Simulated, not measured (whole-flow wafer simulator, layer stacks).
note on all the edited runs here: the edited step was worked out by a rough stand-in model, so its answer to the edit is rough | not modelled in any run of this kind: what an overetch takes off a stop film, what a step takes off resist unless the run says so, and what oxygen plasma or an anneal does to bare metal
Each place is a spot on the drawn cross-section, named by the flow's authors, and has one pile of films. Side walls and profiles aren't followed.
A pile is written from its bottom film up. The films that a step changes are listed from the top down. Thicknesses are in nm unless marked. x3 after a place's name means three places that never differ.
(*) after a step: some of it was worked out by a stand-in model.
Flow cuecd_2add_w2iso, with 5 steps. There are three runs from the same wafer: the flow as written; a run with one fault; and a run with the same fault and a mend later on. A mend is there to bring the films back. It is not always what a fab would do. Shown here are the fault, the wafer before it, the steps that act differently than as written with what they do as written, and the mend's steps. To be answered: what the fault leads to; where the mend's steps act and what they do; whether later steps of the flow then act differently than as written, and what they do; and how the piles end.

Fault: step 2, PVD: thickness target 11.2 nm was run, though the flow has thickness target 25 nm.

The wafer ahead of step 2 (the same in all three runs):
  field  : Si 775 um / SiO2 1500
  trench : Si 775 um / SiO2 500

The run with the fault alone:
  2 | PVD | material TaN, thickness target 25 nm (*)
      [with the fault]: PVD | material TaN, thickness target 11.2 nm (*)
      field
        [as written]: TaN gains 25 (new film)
        [with the fault]: TaN gains 11.2 (new film)
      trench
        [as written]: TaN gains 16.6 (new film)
        [with the fault]: TaN gains 7.43 (new film)
  Every later step of the flow that is run acts as written, at every place that is followed, to within 2% or 0.5 nm, whichever is larger.
  The piles end different from the flow's at field, trench by more than 2% or 0.5 nm, whichever is larger.
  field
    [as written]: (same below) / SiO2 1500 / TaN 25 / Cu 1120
    [with the fault]: (same below) / SiO2 1500 / TaN 11.2 / Cu 1120
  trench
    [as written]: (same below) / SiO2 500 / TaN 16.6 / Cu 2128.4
    [with the fault]: (same below) / SiO2 500 / TaN 7.43 / Cu 2123.8

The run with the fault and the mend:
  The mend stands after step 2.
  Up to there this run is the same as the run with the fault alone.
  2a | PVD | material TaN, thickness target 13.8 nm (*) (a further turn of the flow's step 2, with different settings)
      field
        TaN gains 13.8
      trench
        TaN gains 9.13
  Every later step of the flow that is run acts as written at every place that is followed.
  At every place that both follow, the piles at the end match the flow's.
